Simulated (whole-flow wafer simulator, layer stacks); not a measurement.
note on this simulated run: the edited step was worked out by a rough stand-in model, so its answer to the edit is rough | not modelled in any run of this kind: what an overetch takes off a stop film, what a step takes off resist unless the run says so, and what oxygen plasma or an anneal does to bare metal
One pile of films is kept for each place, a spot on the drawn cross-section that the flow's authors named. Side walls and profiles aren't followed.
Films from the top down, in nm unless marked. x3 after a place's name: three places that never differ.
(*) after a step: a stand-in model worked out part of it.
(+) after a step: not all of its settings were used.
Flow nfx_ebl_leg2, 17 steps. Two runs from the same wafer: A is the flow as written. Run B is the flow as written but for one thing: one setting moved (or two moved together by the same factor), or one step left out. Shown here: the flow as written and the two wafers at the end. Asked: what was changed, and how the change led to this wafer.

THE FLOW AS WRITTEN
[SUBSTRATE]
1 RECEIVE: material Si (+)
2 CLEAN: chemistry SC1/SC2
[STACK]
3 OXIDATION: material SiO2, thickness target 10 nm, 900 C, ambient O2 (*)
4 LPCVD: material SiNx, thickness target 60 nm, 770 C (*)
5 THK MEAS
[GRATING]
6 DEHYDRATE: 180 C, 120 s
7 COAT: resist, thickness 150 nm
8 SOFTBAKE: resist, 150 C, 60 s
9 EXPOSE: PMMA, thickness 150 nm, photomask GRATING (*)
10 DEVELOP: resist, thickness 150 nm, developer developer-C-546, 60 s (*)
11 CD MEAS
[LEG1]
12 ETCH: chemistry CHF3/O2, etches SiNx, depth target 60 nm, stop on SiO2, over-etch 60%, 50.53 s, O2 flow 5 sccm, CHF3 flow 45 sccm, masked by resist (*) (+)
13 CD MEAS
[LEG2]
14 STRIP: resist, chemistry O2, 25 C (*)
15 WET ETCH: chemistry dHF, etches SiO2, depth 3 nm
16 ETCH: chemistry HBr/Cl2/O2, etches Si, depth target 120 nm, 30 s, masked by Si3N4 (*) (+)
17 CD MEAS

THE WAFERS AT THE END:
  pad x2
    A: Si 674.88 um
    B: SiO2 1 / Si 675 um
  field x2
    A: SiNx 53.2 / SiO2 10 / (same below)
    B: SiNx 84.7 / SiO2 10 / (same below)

The cause: step 4, LPCVD: thickness target 91.5 nm was run, where the flow has thickness target 60 nm.

How the change led to this, step by step:
  4 LPCVD: material SiNx, thickness target 60 nm, 770 C (*)
      field x2, pad x2: A SiNx +60 (new film) | B SiNx +91.5 (new film)
  12 ETCH: chemistry CHF3/O2, etches SiNx, depth target 60 nm, stop on SiO2, over-etch 60%, 50.53 s, O2 flow 5 sccm, CHF3 flow 45 sccm, masked by resist (*) (+)
      pad x2: A SiNx -60 (all of it), SiO2 -10 (all of it) | B SiNx -91.5 (all of it), SiO2 -2.25
  14 STRIP: resist, chemistry O2, 25 C (*)
      pad x2: A chemical SiO2 +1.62 (new film), Si -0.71 | B nothing
  15 WET ETCH: chemistry dHF, etches SiO2, depth 3 nm
      pad x2: A chemical SiO2 -1.62 (all of it) | B SiO2 -3
  16 ETCH: chemistry HBr/Cl2/O2, etches Si, depth target 120 nm, 30 s, masked by Si3N4 (*) (+)
      pad x2: A Si -120 | B SiO2 -3.75
